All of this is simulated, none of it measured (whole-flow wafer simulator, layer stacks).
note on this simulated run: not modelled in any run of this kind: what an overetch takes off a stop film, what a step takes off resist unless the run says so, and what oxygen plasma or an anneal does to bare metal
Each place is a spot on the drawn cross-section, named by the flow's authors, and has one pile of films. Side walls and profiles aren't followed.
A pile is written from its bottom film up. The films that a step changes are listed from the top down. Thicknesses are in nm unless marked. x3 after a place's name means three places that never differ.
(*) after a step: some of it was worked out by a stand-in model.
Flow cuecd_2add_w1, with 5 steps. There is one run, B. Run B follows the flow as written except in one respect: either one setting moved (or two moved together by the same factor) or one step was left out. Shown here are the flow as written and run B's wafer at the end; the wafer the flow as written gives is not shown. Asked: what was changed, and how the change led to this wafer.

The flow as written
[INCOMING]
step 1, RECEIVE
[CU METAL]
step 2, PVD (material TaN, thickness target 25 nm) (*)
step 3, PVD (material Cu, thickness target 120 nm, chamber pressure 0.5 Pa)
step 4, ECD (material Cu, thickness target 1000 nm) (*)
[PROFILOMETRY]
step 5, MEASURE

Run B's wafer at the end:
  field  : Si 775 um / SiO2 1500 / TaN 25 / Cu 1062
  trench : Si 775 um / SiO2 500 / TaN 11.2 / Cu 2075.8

What caused this: step 3, PVD: thickness target 62 nm was run, whereas the flow has thickness target 120 nm.

Step by step, how the change led to this:
  step 3, PVD (material Cu, thickness target 120 nm, chamber pressure 0.5 Pa)
      field: Cu gains 62 (new film) (as written it would have been: Cu gains 120 (new film))
      trench: Cu gains 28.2 (new film) (as written it would have been: Cu gains 53.6 (new film))
